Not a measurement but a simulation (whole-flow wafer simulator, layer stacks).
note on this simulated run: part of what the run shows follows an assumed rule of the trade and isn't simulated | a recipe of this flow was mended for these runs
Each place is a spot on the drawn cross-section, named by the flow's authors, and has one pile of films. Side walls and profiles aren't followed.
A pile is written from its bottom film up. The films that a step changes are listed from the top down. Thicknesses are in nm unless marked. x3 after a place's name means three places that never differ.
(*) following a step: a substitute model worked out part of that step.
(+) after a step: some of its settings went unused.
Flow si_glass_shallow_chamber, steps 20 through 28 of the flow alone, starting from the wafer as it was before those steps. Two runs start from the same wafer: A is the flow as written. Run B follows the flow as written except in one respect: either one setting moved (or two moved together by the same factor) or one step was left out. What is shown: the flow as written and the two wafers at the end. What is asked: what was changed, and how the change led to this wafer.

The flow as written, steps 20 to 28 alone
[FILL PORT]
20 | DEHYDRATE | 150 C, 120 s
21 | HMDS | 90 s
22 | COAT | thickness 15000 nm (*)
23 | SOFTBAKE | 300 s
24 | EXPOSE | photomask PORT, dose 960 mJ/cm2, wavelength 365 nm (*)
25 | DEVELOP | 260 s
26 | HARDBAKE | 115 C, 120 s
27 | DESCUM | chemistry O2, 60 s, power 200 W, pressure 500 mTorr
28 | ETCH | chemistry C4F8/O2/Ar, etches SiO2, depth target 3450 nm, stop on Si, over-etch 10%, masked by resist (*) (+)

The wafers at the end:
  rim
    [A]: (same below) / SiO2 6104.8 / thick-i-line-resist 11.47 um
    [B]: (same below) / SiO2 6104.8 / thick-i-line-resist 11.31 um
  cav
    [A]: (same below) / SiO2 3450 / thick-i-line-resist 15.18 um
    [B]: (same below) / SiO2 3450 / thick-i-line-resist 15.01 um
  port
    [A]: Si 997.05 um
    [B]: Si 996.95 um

What caused this: step 28, ETCH: depth target 4195 nm was run, though the flow has depth target 3450 nm.

How this came from the change, step by step:
  28 | ETCH | chemistry C4F8/O2/Ar, etches SiO2, depth target 3450 nm, stop on Si, over-etch 10%, masked by resist (*) (+)
      rim, ramp, cav, septum, ring: A thick-i-line-resist loses 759 | B thick-i-line-resist loses 922.9
      port: A SiO2 loses 3450 (all of it), Si loses 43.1 | B SiO2 loses 3450 (all of it), Si loses 145.6
